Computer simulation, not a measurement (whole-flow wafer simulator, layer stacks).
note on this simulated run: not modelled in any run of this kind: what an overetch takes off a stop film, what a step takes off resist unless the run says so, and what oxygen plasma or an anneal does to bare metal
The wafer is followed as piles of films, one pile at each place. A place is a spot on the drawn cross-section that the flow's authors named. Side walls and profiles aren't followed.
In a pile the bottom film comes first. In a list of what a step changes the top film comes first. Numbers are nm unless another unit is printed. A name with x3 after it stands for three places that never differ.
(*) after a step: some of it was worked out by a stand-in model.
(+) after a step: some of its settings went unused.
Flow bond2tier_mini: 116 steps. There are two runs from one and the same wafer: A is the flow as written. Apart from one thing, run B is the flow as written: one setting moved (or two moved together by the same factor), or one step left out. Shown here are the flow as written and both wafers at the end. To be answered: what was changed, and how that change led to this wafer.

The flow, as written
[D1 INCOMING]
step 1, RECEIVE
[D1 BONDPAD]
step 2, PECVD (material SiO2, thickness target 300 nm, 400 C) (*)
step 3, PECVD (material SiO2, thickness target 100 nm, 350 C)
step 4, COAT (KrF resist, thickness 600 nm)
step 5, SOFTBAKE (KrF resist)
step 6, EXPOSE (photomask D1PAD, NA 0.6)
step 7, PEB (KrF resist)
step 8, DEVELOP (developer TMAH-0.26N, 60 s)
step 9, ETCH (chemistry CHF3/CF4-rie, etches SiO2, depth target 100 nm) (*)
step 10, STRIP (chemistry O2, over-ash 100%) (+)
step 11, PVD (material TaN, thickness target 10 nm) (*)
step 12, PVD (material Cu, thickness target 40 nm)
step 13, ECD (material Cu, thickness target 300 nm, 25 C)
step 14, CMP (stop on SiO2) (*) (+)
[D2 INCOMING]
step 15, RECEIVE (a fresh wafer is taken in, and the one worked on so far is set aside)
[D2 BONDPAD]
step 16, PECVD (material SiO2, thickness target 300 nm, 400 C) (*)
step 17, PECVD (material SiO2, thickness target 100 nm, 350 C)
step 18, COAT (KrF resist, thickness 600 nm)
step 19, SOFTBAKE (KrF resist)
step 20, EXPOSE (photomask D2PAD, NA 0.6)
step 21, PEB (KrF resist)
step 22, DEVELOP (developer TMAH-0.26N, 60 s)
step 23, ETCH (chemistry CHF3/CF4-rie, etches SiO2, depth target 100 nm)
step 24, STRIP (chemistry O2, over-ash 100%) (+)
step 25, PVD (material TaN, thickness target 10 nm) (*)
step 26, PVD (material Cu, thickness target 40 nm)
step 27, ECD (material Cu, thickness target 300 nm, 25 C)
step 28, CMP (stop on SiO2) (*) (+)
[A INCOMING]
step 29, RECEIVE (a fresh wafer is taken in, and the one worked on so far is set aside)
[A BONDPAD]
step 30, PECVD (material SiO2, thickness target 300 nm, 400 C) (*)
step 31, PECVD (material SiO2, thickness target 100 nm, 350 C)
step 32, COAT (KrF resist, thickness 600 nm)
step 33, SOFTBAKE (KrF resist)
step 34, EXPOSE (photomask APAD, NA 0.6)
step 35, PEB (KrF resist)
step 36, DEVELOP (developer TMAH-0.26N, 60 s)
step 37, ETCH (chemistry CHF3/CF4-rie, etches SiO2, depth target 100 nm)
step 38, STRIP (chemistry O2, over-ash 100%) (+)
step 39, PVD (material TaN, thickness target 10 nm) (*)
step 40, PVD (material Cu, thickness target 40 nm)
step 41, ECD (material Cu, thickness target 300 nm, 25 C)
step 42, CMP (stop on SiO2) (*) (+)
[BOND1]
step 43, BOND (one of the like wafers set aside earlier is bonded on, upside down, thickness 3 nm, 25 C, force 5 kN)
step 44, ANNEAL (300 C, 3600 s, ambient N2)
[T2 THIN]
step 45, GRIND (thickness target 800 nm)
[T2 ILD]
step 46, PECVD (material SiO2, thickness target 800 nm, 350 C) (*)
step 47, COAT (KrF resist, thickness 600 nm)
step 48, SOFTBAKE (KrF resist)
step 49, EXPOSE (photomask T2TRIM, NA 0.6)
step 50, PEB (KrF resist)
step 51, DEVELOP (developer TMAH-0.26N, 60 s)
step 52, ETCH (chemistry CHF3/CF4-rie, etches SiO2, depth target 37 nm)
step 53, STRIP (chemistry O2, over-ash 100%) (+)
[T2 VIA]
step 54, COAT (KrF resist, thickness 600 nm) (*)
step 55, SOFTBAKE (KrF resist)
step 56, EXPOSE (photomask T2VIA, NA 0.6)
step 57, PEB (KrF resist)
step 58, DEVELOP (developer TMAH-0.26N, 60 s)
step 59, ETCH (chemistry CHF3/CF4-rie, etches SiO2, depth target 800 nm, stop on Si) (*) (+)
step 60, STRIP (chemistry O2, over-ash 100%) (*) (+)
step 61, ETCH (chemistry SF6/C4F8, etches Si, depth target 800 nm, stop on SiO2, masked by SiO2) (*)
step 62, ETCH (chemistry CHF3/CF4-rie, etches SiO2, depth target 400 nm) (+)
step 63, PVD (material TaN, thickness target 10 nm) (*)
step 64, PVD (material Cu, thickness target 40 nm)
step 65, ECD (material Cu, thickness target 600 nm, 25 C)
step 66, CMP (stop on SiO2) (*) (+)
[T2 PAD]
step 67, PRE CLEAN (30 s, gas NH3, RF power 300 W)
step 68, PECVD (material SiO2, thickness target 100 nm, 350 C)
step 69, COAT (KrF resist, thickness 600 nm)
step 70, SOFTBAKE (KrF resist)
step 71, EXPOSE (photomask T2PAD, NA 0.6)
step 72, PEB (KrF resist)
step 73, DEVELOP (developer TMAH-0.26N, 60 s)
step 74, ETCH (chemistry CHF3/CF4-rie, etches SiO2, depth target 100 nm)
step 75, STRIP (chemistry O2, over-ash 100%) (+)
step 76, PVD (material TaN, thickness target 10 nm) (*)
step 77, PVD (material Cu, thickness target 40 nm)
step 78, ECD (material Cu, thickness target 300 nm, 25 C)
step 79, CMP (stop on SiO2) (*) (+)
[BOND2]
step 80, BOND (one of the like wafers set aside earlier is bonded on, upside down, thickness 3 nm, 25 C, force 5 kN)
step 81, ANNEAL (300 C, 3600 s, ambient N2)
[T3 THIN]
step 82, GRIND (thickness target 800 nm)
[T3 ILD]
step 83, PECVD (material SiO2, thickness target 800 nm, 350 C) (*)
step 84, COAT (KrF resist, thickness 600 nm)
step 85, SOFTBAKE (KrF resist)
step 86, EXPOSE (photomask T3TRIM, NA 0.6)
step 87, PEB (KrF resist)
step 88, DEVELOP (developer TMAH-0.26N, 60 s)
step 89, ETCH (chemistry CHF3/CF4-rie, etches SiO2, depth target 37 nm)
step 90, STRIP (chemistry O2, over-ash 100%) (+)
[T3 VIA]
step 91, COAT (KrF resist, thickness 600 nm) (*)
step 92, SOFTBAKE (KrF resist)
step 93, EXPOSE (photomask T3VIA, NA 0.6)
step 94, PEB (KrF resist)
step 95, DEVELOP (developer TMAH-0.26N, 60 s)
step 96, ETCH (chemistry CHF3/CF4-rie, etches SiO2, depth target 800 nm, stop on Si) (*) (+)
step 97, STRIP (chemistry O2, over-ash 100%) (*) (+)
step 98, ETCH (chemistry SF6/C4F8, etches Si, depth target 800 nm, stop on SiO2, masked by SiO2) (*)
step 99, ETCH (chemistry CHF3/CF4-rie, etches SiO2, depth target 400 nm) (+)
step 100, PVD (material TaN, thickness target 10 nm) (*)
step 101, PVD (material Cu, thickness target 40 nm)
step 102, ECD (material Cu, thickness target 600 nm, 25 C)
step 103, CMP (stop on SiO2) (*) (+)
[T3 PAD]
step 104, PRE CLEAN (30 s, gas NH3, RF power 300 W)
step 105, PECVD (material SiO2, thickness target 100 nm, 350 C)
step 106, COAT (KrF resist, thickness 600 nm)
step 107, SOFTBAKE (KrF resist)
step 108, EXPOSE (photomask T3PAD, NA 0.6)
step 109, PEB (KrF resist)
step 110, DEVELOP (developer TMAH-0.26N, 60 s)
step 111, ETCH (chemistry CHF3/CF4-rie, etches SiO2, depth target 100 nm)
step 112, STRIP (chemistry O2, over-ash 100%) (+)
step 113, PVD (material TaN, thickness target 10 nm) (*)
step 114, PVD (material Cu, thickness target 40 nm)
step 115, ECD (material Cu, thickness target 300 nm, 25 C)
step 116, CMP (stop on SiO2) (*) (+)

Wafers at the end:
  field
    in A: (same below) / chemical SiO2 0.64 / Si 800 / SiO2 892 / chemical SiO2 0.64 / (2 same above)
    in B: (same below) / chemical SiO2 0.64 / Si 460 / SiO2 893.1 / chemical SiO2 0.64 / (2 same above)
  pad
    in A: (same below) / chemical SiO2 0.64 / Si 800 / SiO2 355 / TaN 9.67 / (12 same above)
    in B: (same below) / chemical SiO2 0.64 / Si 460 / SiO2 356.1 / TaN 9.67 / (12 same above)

The reason: step 45, GRIND: thickness target 460 nm was run, while the flow as written has thickness target 800 nm.
The wafer itself shows it: field has Si 460, and step 45 as written asks for 800 nm.

The path from the change to this, step by step:
  step 45, GRIND (thickness target 800 nm)
      field, pad, via: A -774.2 um Si | B -774.54 um Si
  step 61, ETCH (chemistry SF6/C4F8, etches Si, depth target 800 nm, stop on SiO2, masked by SiO2) (*)
      field, pad: A -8 SiO2 | B -6.9 SiO2
